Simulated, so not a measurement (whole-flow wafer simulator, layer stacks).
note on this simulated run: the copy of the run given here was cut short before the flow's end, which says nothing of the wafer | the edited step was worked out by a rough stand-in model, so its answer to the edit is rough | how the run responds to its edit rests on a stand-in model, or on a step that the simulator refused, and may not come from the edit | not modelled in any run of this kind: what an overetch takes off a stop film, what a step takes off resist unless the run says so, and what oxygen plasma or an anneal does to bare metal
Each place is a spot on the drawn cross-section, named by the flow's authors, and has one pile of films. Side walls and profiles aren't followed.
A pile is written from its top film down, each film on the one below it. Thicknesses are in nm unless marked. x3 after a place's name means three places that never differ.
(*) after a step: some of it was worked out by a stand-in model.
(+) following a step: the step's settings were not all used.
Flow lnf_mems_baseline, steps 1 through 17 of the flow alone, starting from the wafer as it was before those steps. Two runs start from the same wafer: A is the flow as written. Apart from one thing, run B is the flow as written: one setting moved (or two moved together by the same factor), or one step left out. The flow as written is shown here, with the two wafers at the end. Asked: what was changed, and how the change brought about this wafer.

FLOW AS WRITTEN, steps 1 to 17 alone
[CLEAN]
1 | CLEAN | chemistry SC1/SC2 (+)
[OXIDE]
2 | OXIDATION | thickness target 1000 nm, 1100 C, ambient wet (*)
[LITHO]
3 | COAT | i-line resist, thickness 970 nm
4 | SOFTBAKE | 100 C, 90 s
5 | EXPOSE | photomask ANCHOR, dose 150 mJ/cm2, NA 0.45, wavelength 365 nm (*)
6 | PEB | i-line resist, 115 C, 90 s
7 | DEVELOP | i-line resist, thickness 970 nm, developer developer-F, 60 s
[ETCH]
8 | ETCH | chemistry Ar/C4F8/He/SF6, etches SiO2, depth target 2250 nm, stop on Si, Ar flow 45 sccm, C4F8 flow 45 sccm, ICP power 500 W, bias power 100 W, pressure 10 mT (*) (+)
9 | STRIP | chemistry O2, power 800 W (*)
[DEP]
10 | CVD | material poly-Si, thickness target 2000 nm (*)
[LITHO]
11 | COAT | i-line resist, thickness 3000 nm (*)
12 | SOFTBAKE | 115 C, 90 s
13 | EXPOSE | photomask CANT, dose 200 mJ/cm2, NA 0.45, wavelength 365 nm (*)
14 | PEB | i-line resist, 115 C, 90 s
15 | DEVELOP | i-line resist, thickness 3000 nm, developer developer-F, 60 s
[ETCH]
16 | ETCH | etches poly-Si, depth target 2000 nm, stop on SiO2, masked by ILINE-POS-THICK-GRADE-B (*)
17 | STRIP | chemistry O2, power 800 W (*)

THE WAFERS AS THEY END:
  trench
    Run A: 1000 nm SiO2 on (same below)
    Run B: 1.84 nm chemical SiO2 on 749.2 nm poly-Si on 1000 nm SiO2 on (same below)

The reason: step 16, ETCH: depth target 1250 nm was run, though the flow has depth target 2000 nm.

Step by step, how the change led to this:
  16 | ETCH | etches poly-Si, depth target 2000 nm, stop on SiO2, masked by ILINE-POS-THICK-GRADE-B (*)
      trench, char_slit: A -2000 poly-Si (all of it) | B -1250 poly-Si
      field, anchor, beam: A -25 i-line resist | B -15.6 i-line resist
  17 | STRIP | chemistry O2, power 800 W (*)
      trench, char_slit: A nothing | B +1.84 chemical SiO2 (new film), -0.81 poly-Si
